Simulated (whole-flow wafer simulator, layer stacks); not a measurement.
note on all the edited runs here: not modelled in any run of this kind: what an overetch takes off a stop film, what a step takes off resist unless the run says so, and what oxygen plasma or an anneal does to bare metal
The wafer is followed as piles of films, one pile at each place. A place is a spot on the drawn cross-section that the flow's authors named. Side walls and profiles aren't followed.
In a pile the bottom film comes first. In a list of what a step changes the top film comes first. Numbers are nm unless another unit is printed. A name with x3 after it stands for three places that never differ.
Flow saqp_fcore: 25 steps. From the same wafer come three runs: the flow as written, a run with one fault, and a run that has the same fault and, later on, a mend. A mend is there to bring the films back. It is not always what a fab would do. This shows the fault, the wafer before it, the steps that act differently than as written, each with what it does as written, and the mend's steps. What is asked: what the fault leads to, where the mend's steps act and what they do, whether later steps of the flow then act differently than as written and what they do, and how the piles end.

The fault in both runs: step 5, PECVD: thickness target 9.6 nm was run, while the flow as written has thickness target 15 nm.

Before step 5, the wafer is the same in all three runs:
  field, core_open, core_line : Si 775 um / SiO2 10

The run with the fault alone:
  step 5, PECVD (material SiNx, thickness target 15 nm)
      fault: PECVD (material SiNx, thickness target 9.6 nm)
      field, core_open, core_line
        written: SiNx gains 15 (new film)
        fault: SiNx gains 9.6 (new film)
  None of the later steps of the flow acts differently than as written at any place that is followed.
  At field, core_open, core_line, the piles at the end differ from the flow's by more than 2% or 0.5 nm, whichever is larger.
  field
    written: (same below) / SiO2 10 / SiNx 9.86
    fault: (same below) / SiO2 10 / SiNx 4.46
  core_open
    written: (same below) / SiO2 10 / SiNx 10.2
    fault: (same below) / SiO2 10 / SiNx 4.78
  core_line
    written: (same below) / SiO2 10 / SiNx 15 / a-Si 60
    fault: (same below) / SiO2 10 / SiNx 9.6 / a-Si 60

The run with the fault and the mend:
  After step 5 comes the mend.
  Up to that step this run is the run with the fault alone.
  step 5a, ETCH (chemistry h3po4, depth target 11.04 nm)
      field, core_open, core_line
        SiNx loses 9.6 (all of it)
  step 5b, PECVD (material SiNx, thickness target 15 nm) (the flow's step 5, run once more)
      field, core_open, core_line
        SiNx gains 15 (new film)
  None of the later steps of the flow acts differently than as written at any place that is followed.
  At every place that both follow, the piles at the end match the flow's.
